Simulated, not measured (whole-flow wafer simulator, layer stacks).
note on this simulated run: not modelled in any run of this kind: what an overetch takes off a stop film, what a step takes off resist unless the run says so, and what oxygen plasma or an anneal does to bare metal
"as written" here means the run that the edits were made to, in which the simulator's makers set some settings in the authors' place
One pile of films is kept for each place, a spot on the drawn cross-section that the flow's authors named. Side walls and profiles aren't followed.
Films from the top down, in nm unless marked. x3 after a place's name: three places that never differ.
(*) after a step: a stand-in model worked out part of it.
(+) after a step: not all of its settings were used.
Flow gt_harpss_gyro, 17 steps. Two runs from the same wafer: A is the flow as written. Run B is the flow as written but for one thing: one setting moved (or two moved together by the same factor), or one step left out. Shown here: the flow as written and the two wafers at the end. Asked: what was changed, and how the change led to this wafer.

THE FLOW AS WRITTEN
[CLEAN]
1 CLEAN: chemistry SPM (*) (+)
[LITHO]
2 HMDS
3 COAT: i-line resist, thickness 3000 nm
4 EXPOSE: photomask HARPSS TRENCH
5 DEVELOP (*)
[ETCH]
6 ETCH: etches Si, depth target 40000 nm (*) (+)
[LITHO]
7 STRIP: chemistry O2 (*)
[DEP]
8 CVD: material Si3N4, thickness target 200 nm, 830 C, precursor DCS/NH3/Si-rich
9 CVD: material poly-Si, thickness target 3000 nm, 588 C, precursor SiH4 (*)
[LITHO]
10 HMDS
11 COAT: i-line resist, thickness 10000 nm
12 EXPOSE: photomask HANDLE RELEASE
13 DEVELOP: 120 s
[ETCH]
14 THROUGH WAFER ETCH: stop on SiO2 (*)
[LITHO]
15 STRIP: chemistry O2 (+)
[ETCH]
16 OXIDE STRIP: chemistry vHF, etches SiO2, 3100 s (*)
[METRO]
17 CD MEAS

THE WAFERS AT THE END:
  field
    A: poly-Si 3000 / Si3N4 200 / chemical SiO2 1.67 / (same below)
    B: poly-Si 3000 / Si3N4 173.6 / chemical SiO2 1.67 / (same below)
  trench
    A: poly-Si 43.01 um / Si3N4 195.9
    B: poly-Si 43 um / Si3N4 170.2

The cause: step 8, CVD: thickness target 173.6 nm was run, where the flow has thickness target 200 nm.
It can be read off the wafer: field has Si3N4 173.6, and step 8 as written asks for 200 nm.

How the change led to this, step by step:
  8 CVD: material Si3N4, thickness target 200 nm, 830 C, precursor DCS/NH3/Si-rich
      field: A Si3N4 +200 (new film) | B Si3N4 +173.6 (new film)
      trench: A Si3N4 +195.9 (new film) | B Si3N4 +170.2 (new film)
  9 CVD: material poly-Si, thickness target 3000 nm, 588 C, precursor SiH4 (*)
      trench: A poly-Si +43.01 um (new film) | B poly-Si +43 um (new film)
